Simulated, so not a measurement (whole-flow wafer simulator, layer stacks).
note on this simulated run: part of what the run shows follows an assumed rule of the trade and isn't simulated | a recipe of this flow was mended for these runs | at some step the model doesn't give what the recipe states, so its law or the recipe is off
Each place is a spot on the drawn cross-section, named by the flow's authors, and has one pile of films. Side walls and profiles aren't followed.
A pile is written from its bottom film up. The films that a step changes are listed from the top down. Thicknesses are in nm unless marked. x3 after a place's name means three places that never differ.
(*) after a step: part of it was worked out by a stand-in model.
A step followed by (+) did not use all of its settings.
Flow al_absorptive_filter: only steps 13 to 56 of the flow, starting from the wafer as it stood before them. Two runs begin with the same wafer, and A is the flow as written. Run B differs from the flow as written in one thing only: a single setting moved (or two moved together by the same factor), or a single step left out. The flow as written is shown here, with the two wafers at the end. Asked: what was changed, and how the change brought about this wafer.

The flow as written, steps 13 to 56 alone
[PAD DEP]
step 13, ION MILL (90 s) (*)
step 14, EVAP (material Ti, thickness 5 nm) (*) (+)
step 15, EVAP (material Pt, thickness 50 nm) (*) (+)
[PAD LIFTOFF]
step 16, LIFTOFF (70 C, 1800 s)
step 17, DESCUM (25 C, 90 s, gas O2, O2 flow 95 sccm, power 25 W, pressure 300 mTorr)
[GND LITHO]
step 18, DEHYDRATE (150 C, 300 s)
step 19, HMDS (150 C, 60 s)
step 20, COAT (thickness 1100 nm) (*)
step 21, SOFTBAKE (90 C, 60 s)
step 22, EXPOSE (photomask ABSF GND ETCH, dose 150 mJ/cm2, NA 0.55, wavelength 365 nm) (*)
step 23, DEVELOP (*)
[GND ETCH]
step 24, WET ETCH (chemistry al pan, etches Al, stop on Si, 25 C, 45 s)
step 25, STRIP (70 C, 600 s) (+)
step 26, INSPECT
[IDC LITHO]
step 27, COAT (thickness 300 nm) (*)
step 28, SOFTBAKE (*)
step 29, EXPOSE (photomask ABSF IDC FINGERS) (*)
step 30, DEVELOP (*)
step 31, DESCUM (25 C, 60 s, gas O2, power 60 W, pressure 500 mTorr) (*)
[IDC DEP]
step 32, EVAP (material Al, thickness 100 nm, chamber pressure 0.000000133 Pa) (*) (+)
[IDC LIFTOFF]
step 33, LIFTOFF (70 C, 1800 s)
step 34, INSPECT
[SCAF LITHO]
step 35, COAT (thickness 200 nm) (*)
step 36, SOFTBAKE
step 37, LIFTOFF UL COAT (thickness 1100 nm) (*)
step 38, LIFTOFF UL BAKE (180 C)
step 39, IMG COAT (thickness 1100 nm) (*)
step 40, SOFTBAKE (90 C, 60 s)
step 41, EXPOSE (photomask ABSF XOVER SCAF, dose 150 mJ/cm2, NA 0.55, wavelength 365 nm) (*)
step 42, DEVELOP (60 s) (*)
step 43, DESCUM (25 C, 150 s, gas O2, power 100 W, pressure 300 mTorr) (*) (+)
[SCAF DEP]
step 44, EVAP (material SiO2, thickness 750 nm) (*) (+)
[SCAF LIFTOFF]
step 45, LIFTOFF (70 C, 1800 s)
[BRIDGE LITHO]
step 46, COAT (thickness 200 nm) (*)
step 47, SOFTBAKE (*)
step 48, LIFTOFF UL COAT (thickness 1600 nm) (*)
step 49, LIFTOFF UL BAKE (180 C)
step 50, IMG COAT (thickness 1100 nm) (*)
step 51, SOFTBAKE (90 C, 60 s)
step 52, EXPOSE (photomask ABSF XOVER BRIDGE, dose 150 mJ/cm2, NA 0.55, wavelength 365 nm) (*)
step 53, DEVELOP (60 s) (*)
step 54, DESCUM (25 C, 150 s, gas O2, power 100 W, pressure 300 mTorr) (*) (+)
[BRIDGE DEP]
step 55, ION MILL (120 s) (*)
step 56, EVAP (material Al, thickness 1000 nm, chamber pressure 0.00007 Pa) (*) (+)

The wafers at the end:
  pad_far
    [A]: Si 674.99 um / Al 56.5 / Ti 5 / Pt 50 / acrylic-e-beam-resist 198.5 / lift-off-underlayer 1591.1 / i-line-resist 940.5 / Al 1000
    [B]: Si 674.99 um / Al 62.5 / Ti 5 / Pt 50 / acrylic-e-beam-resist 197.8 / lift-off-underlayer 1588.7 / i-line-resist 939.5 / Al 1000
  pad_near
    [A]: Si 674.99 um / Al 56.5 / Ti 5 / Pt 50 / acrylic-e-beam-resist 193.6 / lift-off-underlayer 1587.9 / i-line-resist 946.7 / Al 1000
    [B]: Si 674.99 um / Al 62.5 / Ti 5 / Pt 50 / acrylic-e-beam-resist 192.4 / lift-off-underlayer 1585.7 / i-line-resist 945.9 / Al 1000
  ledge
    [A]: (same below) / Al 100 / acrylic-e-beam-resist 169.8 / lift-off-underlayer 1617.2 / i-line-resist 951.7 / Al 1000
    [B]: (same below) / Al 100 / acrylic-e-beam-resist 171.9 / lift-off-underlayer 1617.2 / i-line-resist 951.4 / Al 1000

Cause: step 13, ION MILL: 72 s was run, while the flow as written has 90 s.

Step by step, how the change led to this:
  step 13, ION MILL (90 s) (*)
      gnd, ledge, res and 9 more: A i-line-resist loses 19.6 | B i-line-resist loses 15.7
      pad_far, pad_near: A Al loses 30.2 | B Al loses 24.1
